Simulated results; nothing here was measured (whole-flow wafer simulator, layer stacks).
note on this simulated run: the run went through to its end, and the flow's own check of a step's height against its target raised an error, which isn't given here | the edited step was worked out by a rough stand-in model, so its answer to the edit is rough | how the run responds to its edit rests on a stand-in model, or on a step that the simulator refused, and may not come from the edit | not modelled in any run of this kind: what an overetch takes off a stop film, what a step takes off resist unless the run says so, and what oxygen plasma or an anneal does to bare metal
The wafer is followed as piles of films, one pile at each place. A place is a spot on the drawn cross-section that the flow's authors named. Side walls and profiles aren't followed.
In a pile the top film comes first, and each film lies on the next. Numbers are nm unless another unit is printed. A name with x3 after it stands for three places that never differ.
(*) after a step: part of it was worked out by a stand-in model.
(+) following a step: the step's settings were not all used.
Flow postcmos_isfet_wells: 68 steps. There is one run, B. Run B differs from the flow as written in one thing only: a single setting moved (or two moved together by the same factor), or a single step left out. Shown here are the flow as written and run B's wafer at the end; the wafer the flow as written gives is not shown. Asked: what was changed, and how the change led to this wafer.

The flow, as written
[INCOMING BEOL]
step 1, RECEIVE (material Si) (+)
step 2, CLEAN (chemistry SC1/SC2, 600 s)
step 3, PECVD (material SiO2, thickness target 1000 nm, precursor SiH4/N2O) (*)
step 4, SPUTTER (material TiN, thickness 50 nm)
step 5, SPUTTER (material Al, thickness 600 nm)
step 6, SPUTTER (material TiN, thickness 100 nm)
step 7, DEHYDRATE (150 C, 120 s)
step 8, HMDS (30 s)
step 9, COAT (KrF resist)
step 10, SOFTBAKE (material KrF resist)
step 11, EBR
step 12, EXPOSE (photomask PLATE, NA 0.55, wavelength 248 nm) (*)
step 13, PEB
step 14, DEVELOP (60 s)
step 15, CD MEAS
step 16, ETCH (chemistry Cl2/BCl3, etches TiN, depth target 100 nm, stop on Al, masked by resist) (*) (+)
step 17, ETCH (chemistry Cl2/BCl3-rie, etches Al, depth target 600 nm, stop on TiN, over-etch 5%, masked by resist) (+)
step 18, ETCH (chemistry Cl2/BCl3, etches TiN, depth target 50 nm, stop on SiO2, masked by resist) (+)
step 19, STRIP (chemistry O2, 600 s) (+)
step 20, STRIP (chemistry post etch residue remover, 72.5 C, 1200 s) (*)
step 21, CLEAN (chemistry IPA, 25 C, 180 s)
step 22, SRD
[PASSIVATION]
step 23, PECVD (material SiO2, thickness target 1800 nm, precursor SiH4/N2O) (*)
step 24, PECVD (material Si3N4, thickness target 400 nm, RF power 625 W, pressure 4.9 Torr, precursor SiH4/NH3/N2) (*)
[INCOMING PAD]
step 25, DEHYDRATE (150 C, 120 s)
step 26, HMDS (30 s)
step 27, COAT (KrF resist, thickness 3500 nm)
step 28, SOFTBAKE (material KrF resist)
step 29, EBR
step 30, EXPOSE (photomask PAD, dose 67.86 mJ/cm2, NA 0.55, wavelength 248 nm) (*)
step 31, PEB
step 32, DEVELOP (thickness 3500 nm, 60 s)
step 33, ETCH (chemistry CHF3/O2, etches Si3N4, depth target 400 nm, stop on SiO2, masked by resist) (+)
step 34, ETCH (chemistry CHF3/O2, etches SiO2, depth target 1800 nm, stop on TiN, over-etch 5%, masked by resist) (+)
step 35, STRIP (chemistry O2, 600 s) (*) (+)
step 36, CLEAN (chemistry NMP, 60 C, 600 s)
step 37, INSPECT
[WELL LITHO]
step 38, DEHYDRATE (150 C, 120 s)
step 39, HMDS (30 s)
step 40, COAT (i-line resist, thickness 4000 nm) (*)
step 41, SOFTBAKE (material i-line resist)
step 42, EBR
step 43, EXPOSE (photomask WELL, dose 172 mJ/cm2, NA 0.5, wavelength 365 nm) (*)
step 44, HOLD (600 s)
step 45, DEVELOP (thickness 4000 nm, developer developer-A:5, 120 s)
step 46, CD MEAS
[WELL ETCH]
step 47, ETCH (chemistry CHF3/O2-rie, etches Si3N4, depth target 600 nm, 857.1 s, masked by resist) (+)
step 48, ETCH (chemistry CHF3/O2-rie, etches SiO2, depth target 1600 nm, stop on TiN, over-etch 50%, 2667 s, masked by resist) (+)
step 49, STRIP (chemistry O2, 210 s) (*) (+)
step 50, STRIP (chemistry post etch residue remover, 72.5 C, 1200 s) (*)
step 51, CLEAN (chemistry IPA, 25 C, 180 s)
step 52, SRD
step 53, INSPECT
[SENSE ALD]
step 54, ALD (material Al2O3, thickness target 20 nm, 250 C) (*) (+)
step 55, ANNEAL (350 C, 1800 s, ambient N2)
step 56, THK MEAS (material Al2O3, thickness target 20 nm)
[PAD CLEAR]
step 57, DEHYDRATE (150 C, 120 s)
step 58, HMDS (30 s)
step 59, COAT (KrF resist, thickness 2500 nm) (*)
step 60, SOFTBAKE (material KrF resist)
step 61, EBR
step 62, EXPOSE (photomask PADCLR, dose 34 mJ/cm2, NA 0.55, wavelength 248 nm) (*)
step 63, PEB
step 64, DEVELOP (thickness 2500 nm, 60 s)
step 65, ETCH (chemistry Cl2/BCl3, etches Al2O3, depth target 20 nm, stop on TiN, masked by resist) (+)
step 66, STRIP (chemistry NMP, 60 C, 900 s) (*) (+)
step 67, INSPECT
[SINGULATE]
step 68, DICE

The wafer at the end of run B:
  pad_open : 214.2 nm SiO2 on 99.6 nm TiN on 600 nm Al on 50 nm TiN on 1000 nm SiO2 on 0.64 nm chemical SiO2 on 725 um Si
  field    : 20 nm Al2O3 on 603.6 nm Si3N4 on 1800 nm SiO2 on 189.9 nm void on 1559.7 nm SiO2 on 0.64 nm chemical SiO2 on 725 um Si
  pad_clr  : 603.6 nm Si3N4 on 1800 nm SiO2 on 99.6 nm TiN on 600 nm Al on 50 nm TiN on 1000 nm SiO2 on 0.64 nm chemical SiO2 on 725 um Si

The reason: step 24, PECVD: thickness target 604 nm was run, while the flow as written has thickness target 400 nm.

How this came from the change, step by step:
  step 24, PECVD (material Si3N4, thickness target 400 nm, RF power 625 W, pressure 4.9 Torr, precursor SiH4/NH3/N2) (*)
      field, margin, well900, well1300 x3, pad_rim, pad_clr, pad_open: +604 Si3N4 (new film) (it would be, as written: +400 Si3N4 (new film))
  step 33, ETCH (chemistry CHF3/O2, etches Si3N4, depth target 400 nm, stop on SiO2, masked by resist) (+)
      pad_open: -400 Si3N4 (it would be, as written: -400 Si3N4 (all of it))
  step 34, ETCH (chemistry CHF3/O2, etches SiO2, depth target 1800 nm, stop on TiN, over-etch 5%, masked by resist) (+)
      pad_open: -204 Si3N4 (all of it), -1585.8 SiO2 (it would be, as written: -1800 SiO2 (all of it))
  step 47, ETCH (chemistry CHF3/O2-rie, etches Si3N4, depth target 600 nm, 857.1 s, masked by resist) (+)
      well900, well1300 x3: -600 Si3N4 (it would be, as written: -400 Si3N4 (all of it), -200 SiO2)
  step 48, ETCH (chemistry CHF3/O2-rie, etches SiO2, depth target 1600 nm, stop on TiN, over-etch 50%, 2667 s, masked by resist) (+)
      well900, well1300 x3: -4 Si3N4 (all of it), -1800 SiO2 (all of it) (it would be, as written: -1600 SiO2 (all of it))
  step 59, COAT (KrF resist, thickness 2500 nm) (*)
      field: +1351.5 KrF resist (new film) (it would be, as written: +1449 KrF resist (new film))
      margin: +1351.4 KrF resist (new film) (it would be, as written: +1448.9 KrF resist (new film))
  step 63, PEB
      field, margin: -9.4 KrF resist (it would be, as written: -10.1 KrF resist)
  step 66, STRIP (chemistry NMP, 60 C, 900 s) (*) (+)
      field: -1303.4 KrF resist (all of it) (it would be, as written: -1400.1 KrF resist (all of it))
      margin: -1303.3 KrF resist (all of it) (it would be, as written: -1400.1 KrF resist (all of it))
